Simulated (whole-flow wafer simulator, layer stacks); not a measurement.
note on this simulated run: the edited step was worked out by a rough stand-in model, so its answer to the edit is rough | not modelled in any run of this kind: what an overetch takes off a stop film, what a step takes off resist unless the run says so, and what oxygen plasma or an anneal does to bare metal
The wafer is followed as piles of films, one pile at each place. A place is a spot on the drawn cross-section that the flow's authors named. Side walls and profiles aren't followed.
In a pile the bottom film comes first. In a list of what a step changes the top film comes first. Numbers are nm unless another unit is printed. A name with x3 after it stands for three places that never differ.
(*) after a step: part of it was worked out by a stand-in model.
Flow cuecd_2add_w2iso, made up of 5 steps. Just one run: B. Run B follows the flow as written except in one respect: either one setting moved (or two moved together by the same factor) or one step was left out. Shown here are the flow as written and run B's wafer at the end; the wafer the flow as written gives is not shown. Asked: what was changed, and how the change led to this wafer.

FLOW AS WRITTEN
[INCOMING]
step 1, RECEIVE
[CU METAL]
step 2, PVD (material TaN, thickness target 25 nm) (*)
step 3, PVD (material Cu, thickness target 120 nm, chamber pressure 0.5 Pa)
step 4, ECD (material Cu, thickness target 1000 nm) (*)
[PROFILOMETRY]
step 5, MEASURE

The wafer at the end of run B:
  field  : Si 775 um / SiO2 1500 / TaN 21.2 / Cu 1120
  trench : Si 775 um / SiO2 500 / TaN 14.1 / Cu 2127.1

What caused this: step 2, PVD: thickness target 21.2 nm was run, whereas the flow has thickness target 25 nm.
One can read it off the wafer: field has TaN 21.2, and step 2 as written asks for 25 nm.

The path from the change to this, step by step:
  step 2, PVD (material TaN, thickness target 25 nm) (*)
      field: TaN gains 21.2 (new film) (as written it would have been: TaN gains 25 (new film))
      trench: TaN gains 14.1 (new film) (as written it would have been: TaN gains 16.6 (new film))
